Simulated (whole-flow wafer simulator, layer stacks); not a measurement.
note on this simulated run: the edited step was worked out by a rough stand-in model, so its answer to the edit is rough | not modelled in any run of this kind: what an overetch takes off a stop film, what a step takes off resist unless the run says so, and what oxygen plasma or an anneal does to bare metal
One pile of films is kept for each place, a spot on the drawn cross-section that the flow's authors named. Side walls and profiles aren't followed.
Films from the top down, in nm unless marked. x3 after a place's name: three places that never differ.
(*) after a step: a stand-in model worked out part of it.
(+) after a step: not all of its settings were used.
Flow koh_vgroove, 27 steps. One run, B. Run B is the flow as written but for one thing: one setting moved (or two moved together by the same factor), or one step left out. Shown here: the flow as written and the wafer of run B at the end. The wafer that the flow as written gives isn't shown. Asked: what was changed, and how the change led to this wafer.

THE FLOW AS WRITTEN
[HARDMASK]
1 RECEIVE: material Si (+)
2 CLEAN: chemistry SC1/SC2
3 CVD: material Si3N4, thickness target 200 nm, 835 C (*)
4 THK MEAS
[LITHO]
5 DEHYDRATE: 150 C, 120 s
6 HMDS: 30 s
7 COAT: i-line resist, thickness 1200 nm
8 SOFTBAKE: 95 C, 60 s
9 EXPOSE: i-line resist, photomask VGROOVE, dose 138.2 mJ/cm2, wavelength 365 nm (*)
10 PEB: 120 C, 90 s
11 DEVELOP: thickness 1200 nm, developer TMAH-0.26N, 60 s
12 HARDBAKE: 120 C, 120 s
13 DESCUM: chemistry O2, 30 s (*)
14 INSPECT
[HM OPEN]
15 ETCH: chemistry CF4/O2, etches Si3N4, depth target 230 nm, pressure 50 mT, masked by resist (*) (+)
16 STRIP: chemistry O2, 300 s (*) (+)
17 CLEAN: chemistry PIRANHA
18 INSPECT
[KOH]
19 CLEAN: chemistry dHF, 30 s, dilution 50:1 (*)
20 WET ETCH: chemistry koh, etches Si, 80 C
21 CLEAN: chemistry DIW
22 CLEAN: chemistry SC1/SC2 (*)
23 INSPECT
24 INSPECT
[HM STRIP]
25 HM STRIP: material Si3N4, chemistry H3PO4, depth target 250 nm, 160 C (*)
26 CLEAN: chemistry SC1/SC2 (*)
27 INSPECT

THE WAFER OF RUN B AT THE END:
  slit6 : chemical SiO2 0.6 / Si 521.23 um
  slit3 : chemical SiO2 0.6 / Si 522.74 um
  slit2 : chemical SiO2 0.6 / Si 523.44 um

The cause: step 15, ETCH: depth target 242 nm was run, where the flow has depth target 230 nm.

How the change led to this, step by step:
  15 ETCH: chemistry CF4/O2, etches Si3N4, depth target 230 nm, pressure 50 mT, masked by resist (*) (+)
      slit3, slit2, slit6, slit20: Si3N4 -200 (all of it), chemical SiO2 -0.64 (all of it), Si -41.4 (as written it would be: Si3N4 -200 (all of it), chemical SiO2 -0.64 (all of it), Si -29.4)
      field: i-line resist -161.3 (as written it would be: i-line resist -153.3)
